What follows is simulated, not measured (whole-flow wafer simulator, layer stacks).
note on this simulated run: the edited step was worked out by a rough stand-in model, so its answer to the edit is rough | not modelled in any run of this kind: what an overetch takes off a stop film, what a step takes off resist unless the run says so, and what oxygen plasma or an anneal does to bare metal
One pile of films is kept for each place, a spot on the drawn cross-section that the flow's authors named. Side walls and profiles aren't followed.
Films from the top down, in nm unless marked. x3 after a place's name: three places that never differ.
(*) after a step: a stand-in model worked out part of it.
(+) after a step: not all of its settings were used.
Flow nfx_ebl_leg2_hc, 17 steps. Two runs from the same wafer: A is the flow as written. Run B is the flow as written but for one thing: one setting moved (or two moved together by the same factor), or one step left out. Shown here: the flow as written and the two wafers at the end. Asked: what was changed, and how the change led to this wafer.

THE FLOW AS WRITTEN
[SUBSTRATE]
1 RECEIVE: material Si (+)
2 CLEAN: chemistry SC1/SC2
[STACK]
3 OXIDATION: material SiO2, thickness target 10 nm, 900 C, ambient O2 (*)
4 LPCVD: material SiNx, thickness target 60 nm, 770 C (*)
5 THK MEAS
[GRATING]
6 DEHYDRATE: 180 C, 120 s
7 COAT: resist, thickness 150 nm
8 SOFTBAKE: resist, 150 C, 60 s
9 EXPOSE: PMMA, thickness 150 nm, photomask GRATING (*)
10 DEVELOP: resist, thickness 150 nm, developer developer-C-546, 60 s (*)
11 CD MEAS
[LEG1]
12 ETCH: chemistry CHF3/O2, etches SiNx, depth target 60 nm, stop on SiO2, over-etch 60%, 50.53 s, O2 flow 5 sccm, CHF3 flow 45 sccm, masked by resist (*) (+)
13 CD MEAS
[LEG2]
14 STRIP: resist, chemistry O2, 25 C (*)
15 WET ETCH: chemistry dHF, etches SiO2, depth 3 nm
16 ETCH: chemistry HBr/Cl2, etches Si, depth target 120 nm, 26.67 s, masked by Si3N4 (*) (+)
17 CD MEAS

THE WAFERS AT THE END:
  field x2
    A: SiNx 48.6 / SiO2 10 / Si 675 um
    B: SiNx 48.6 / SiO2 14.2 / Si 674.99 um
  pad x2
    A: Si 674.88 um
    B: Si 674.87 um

The cause: step 3, OXIDATION: thickness target 14.2 nm was run, where the flow has thickness target 10 nm.
It can be read off the wafer: field x2 has SiO2 14.2, and step 3 as written asks for 10 nm.

How the change led to this, step by step:
  3 OXIDATION: material SiO2, thickness target 10 nm, 900 C, ambient O2 (*)
      field x2, pad x2: A SiO2 +10 (new film), chemical SiO2 -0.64 (all of it), Si -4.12 | B SiO2 +14.2 (new film), chemical SiO2 -0.64 (all of it), Si -5.96
  12 ETCH: chemistry CHF3/O2, etches SiNx, depth target 60 nm, stop on SiO2, over-etch 60%, 50.53 s, O2 flow 5 sccm, CHF3 flow 45 sccm, masked by resist (*) (+)
      pad x2: A SiNx -60 (all of it), SiO2 -10 (all of it) | B SiNx -60 (all of it), SiO2 -14.2 (all of it)
